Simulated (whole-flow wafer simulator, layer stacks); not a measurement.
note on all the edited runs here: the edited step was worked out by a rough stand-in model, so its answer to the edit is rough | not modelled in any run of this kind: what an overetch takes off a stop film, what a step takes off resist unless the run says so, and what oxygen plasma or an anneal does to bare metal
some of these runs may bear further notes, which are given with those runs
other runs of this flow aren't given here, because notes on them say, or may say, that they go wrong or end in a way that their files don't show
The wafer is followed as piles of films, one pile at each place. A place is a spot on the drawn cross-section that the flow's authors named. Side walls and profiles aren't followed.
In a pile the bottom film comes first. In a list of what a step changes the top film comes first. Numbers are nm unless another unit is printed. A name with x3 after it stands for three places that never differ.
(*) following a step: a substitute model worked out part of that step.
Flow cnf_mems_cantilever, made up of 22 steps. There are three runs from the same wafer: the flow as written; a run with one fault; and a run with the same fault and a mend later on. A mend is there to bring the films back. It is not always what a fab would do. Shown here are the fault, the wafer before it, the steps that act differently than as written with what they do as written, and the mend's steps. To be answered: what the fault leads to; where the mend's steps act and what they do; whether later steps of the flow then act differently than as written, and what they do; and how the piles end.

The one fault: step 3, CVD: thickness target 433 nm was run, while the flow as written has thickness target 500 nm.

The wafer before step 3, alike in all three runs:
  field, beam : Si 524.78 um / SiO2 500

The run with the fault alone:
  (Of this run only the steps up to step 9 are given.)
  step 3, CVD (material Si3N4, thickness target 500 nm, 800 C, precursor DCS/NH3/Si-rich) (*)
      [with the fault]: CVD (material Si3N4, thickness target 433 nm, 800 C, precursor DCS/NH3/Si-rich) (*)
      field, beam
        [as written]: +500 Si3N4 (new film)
        [with the fault]: +433 Si3N4 (new film)
  None of the later steps of the flow up to step 9 acts differently than as written at any place that is followed.
  Once step 9 is done, the piles at field, beam depart from the flow's by more than 2% or 0.5 nm, whichever is larger.
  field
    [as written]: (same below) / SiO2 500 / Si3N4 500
    [with the fault]: (same below) / SiO2 500 / Si3N4 433
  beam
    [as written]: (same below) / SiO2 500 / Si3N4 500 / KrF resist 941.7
    [with the fault]: (same below) / SiO2 500 / Si3N4 433 / KrF resist 941.7

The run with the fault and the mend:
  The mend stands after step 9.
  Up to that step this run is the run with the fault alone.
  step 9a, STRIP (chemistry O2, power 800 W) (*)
      beam
        -941.7 KrF resist (all of it)
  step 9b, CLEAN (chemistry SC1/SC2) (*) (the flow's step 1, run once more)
      alters no film at any place that is followed
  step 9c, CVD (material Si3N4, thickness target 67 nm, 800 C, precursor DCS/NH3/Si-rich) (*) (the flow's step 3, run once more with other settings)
      field, beam
        +67 Si3N4
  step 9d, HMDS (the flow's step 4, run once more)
      alters no film at any place that is followed
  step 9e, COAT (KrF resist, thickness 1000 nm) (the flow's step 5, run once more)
      field, beam
        +1000 KrF resist (new film)
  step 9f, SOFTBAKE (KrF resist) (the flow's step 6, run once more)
      alters no film at any place that is followed
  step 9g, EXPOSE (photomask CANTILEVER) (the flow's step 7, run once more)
      alters no film at any place that is followed
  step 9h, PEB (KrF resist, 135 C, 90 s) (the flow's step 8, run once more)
      field, beam
        -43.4 KrF resist
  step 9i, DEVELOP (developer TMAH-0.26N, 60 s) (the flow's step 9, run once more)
      field
        -956.6 KrF resist (all of it)
      beam
        -14.9 KrF resist
  None of the later steps of the flow acts differently than as written at any place that is followed.
  By the end, the piles equal the flow's at every place that both follow.
